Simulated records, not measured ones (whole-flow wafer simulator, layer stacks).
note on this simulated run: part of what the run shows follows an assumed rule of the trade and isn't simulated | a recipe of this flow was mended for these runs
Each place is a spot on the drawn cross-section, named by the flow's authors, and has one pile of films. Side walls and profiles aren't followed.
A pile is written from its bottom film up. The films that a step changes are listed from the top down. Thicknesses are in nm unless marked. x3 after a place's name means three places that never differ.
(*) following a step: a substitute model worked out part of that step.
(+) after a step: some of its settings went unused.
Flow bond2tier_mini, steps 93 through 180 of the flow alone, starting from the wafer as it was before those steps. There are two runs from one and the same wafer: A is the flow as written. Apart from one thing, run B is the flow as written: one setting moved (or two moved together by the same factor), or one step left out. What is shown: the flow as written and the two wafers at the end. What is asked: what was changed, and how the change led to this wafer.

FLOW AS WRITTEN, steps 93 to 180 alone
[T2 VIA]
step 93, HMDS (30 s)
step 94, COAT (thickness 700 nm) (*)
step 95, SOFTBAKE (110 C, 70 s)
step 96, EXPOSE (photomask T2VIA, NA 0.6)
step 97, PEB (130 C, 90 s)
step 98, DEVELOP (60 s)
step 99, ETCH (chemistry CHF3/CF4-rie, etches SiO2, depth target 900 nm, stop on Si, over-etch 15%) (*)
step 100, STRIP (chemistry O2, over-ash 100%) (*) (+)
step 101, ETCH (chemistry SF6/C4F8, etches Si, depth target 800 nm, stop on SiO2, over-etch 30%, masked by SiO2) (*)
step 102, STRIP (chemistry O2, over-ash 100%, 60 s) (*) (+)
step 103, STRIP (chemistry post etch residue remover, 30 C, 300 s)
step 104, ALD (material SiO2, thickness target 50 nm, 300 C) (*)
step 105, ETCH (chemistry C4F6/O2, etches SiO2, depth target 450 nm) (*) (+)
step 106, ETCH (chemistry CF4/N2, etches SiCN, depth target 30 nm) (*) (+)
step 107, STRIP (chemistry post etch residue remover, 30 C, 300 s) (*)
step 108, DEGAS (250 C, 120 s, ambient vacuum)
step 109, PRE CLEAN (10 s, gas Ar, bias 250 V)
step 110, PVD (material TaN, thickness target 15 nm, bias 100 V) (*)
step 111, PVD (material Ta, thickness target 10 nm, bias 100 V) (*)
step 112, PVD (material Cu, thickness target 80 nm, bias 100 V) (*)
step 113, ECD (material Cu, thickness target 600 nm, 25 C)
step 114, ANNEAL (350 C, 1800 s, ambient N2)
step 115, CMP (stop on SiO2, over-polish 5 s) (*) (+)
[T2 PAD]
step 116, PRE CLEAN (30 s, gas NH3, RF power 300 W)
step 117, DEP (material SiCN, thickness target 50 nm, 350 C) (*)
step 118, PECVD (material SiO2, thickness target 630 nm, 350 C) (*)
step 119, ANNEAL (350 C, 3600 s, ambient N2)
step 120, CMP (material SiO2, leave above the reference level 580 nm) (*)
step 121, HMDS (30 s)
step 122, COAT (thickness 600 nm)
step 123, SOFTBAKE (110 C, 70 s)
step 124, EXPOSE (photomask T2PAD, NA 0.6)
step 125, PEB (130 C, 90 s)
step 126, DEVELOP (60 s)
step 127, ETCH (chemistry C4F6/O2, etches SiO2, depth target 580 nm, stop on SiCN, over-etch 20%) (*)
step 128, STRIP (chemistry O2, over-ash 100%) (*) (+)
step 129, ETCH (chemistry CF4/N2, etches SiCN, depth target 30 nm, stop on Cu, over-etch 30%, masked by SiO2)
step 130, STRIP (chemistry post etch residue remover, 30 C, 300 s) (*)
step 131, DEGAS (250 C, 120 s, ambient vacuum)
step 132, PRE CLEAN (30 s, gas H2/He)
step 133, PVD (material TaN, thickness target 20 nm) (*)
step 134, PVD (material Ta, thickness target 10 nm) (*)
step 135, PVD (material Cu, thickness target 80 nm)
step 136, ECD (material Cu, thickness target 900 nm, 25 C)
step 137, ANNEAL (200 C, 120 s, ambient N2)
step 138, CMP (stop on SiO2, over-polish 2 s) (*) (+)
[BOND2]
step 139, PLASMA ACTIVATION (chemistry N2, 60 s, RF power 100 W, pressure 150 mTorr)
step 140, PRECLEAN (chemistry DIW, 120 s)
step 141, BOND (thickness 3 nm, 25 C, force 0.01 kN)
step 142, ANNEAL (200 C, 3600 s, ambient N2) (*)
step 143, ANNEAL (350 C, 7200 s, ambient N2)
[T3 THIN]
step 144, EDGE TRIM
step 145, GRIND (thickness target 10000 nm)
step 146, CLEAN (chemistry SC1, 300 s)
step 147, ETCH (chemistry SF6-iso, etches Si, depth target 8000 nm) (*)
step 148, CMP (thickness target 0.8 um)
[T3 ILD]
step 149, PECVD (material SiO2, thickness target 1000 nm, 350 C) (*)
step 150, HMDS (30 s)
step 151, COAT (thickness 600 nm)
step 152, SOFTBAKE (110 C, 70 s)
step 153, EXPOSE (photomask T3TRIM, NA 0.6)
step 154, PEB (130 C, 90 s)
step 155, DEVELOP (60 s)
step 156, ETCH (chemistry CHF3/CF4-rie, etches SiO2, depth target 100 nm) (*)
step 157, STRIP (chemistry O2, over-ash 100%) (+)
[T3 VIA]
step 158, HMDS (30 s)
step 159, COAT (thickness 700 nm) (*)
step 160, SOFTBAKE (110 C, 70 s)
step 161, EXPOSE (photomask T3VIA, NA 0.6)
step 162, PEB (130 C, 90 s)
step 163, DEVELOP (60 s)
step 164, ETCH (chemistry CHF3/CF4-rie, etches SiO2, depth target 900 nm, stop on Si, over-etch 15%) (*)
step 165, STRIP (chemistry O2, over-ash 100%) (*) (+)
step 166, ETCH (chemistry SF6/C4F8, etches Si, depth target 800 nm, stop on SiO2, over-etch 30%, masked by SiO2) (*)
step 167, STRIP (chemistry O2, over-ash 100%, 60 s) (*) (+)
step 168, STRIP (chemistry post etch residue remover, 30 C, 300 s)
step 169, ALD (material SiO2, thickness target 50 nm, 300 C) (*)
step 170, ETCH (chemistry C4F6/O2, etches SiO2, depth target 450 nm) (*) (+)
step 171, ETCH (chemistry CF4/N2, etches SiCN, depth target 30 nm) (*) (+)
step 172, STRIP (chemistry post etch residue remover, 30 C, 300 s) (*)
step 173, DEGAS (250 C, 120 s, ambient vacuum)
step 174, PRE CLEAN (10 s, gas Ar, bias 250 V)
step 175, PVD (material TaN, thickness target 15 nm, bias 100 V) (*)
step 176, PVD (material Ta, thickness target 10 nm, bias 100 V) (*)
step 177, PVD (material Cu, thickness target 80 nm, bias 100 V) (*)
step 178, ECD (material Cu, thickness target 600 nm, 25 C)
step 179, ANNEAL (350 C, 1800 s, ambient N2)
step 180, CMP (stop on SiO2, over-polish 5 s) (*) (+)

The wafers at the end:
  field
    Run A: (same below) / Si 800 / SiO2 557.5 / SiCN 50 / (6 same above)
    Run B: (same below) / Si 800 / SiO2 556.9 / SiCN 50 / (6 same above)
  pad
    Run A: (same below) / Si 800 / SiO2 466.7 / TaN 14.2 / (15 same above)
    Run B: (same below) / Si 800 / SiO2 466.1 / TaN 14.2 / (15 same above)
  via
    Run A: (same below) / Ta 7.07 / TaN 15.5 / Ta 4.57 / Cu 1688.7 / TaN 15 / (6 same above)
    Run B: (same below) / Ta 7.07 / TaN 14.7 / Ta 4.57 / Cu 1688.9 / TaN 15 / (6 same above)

Cause: step 109, PRE CLEAN: bias 325 V was run, whereas the flow has bias 250 V.

The path from the change to this, step by step:
  step 109, PRE CLEAN (10 s, gas Ar, bias 250 V)
      field, pad: A SiO2 loses 3 | B SiO2 loses 3.61
      via: A TaN loses 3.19 | B TaN loses 3.97
